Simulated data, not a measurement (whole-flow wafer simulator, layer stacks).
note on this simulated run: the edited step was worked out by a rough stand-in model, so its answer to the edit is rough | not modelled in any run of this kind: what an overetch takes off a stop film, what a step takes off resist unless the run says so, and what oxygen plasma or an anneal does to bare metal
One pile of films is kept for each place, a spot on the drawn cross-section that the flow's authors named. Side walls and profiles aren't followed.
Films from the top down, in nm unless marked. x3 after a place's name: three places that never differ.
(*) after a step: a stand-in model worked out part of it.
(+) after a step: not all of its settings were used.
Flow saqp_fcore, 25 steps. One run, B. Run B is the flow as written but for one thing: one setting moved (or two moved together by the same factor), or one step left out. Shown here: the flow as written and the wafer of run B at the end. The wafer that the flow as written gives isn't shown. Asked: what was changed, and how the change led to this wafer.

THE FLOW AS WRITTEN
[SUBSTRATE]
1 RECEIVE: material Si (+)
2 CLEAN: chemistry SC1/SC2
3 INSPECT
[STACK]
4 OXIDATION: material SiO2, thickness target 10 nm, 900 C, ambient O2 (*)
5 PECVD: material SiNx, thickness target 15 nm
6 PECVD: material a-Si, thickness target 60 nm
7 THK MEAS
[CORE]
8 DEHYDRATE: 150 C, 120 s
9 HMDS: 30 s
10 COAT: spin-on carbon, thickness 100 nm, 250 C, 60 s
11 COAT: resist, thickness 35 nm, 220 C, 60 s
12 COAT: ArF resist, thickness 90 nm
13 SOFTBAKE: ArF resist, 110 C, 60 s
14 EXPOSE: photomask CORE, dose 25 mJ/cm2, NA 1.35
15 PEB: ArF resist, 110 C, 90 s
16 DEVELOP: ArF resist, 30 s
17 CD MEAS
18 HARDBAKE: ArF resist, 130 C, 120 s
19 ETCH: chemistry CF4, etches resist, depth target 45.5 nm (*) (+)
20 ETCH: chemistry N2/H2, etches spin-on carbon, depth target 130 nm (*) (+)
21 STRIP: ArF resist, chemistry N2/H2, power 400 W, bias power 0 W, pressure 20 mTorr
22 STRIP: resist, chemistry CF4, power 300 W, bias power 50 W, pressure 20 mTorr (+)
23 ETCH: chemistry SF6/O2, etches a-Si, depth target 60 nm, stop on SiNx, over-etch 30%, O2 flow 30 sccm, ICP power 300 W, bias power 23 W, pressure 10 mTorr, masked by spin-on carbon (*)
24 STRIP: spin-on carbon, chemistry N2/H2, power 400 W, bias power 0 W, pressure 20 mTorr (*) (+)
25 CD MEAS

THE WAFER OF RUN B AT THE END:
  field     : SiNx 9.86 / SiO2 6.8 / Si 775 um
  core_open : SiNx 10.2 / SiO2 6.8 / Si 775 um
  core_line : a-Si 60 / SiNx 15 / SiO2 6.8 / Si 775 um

The cause: step 4, OXIDATION: thickness target 6.8 nm was run, where the flow has thickness target 10 nm.
It can be read off the wafer: field has SiO2 6.8, and step 4 as written asks for 10 nm.

How the change led to this, step by step:
  4 OXIDATION: material SiO2, thickness target 10 nm, 900 C, ambient O2 (*)
      field, core_open, core_line: SiO2 +6.8 (new film), chemical SiO2 -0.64 (all of it), Si -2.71 (as written it would be: SiO2 +10 (new film), chemical SiO2 -0.64 (all of it), Si -4.12)
